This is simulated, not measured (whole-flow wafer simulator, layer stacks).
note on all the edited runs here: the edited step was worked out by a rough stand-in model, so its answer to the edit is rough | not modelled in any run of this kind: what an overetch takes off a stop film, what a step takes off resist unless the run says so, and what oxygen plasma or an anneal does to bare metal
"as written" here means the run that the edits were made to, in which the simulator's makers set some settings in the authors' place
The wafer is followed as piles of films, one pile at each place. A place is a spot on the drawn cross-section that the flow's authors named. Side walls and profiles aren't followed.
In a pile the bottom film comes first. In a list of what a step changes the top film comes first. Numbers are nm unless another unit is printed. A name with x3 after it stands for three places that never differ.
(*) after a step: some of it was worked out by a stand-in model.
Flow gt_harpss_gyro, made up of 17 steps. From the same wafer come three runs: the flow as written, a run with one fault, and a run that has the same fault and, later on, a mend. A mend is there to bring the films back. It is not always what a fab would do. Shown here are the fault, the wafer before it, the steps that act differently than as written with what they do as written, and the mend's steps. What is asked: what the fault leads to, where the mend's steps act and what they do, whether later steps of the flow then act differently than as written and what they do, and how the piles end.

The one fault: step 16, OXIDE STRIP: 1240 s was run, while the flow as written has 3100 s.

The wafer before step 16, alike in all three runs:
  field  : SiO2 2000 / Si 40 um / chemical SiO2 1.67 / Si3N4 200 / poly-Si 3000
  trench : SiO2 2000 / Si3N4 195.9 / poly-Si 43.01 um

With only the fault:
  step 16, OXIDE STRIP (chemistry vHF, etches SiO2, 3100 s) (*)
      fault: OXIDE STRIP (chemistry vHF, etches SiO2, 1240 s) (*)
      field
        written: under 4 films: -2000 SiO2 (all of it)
        fault: under 4 films: -960.4 SiO2
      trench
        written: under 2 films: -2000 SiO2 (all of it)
        fault: under 2 films: -960.4 SiO2
  None of the later steps of the flow acts differently than as written at any place that is followed.
  At field, trench, the piles at the end differ from the flow's by more than 2% or 0.5 nm, whichever is larger.
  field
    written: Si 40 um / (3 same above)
    fault: SiO2 1039.6 / Si 40 um / (3 same above)
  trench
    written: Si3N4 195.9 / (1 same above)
    fault: SiO2 1039.6 / Si3N4 195.9 / (1 same above)

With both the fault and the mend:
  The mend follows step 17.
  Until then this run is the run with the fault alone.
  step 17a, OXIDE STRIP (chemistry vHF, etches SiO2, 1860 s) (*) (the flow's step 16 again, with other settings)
      field
        under 4 films: -1039.6 SiO2 (all of it)
      trench
        under 2 films: -1039.6 SiO2 (all of it)
  None of the later steps of the flow acts differently than as written at any place that is followed.
  By the end, the piles equal the flow's at every place that both follow.
